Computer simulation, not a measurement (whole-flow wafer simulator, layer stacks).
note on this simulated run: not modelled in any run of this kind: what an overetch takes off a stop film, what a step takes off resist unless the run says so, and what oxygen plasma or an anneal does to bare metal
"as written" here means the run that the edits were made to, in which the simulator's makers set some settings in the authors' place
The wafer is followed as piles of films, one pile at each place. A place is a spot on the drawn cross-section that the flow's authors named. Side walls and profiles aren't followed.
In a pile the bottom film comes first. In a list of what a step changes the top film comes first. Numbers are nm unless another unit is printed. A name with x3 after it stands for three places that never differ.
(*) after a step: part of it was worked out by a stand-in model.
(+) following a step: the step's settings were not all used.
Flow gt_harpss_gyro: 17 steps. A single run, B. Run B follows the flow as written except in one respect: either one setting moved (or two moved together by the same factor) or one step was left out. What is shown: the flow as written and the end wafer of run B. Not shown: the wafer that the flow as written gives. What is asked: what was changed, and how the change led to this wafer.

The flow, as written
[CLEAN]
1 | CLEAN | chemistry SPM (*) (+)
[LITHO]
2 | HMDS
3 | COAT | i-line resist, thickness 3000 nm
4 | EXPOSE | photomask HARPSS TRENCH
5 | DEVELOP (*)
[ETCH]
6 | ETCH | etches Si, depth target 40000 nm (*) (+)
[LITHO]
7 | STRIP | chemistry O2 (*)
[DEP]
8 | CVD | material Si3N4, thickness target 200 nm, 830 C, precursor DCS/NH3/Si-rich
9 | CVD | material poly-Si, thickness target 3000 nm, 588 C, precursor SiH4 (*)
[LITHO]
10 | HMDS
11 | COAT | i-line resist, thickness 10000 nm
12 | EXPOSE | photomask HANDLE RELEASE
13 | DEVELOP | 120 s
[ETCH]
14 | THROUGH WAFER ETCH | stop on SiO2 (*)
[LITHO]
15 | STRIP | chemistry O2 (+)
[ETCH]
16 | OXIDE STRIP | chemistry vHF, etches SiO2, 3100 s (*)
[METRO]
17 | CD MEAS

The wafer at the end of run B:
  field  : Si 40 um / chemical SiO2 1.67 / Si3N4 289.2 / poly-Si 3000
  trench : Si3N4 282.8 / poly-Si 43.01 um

Cause: step 8, CVD: thickness target 289.2 nm was run, while the flow as written has thickness target 200 nm.
The wafer itself shows it: field has Si3N4 289.2, and step 8 as written asks for 200 nm.

The path from the change to this, step by step:
  8 | CVD | material Si3N4, thickness target 200 nm, 830 C, precursor DCS/NH3/Si-rich
      field: Si3N4 gains 289.2 (new film) (in the flow as written it would be: Si3N4 gains 200 (new film))
      trench: Si3N4 gains 282.8 (new film) (in the flow as written it would be: Si3N4 gains 195.9 (new film))
